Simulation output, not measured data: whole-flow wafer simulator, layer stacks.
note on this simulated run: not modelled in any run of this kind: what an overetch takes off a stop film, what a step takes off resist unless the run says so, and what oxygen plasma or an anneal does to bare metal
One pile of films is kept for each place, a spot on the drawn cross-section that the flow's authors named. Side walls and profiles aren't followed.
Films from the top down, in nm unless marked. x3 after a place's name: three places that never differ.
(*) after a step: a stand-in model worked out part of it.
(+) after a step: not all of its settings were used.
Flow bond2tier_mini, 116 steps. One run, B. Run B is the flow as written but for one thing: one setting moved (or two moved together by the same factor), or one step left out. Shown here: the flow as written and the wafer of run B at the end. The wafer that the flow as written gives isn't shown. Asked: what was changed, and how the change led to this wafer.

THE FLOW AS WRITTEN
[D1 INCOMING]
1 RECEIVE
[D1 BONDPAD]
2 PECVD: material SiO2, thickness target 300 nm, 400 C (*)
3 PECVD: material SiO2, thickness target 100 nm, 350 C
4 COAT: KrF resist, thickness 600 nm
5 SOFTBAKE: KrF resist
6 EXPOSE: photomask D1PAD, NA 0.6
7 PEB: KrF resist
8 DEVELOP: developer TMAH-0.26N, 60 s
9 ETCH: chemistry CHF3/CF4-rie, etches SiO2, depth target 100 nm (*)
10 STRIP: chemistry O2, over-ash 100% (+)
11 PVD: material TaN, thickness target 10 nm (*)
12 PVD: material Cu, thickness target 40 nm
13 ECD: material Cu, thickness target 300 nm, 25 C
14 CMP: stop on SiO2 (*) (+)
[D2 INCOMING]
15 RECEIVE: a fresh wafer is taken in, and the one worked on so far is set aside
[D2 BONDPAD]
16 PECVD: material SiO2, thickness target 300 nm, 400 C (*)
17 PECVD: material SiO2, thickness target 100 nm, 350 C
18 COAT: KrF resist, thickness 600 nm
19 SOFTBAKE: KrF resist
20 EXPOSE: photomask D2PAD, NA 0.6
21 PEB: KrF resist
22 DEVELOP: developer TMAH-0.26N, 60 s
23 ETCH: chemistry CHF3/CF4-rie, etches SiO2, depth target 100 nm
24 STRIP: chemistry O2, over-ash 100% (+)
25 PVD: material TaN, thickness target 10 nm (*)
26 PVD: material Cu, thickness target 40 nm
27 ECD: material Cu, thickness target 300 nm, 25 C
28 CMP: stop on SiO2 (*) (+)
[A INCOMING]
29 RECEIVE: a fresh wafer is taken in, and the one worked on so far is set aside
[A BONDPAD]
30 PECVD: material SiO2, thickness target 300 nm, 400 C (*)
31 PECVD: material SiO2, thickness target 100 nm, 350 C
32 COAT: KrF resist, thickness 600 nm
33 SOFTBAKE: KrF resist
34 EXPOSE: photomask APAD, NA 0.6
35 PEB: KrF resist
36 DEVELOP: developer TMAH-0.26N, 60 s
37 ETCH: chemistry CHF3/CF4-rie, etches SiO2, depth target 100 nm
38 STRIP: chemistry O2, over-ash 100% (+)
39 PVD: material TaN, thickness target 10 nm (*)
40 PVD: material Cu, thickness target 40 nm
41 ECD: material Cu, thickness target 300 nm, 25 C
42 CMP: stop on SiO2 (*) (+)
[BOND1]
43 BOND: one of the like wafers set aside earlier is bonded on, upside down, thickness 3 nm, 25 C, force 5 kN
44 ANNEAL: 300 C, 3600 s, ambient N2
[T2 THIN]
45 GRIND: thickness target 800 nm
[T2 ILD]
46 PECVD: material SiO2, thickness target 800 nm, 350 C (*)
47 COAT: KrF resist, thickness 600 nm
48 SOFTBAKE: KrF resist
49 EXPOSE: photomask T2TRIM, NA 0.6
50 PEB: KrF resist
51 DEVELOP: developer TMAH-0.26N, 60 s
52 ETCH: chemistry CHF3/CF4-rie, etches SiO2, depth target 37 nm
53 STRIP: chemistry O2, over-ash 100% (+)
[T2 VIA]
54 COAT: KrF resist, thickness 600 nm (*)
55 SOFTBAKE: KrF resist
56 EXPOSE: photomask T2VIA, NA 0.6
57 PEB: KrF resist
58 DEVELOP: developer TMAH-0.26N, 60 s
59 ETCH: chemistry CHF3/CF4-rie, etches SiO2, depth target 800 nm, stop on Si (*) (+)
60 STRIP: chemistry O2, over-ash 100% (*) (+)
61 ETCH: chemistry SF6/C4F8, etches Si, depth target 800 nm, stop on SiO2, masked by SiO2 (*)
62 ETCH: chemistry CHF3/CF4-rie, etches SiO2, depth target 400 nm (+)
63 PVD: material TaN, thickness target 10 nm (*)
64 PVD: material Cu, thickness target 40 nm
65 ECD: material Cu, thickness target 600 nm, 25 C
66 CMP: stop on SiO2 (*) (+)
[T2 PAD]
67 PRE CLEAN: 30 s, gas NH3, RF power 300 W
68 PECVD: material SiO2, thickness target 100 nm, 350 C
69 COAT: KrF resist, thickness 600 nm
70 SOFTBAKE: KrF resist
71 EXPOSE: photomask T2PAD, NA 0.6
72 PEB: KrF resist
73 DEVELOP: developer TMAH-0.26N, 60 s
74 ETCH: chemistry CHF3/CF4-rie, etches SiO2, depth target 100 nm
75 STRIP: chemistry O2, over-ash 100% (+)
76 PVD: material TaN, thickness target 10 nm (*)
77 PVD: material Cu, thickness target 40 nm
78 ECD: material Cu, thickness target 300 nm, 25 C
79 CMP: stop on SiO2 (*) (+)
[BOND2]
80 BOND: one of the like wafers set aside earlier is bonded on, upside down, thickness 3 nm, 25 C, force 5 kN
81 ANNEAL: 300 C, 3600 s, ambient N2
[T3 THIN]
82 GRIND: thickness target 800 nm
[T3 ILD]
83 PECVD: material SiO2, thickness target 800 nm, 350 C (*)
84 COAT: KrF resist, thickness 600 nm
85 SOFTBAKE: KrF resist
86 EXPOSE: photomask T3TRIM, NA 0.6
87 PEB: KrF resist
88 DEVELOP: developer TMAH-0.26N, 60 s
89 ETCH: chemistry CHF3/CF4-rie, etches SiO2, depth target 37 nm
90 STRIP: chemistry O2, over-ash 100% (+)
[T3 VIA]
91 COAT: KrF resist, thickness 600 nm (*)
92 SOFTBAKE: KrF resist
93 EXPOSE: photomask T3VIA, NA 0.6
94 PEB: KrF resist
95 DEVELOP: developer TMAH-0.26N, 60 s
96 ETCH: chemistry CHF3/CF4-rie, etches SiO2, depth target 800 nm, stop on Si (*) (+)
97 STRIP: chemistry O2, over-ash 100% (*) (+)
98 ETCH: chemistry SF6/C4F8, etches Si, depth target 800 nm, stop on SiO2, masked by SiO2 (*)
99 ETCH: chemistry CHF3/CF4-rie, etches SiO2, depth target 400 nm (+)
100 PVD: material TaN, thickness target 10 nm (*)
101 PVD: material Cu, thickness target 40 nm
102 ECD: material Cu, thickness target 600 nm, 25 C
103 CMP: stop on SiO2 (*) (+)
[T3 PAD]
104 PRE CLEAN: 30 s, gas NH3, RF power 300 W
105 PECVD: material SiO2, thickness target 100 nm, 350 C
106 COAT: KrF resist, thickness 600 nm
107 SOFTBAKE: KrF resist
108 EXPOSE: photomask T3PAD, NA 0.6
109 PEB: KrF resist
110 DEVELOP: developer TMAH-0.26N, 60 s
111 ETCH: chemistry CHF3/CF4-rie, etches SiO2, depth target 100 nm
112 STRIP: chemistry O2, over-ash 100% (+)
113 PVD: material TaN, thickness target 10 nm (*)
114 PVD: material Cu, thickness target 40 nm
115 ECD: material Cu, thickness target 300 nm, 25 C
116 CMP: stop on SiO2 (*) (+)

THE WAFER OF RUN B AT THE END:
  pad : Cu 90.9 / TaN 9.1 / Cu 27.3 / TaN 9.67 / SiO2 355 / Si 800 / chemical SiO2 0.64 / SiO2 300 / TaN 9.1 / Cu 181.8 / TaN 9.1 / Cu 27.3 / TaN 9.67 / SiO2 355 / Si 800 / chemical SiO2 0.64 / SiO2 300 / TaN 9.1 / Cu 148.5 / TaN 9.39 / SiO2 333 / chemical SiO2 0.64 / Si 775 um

The cause: step 37, ETCH: depth target 67 nm was run, where the flow has depth target 100 nm.

How the change led to this, step by step:
  37 ETCH: chemistry CHF3/CF4-rie, etches SiO2, depth target 100 nm
      pad, via: SiO2 -67 (as written it would be: SiO2 -100)
      field: KrF resist -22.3 (as written it would be: KrF resist -33.3)
  40 PVD: material Cu, thickness target 40 nm
      pad: Cu +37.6 (new film) (as written it would be: Cu +36.4 (new film))
  41 ECD: material Cu, thickness target 300 nm, 25 C
      pad: Cu +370 (as written it would be: Cu +404.5)
      via: Cu +367.1 (as written it would be: Cu +400.2)
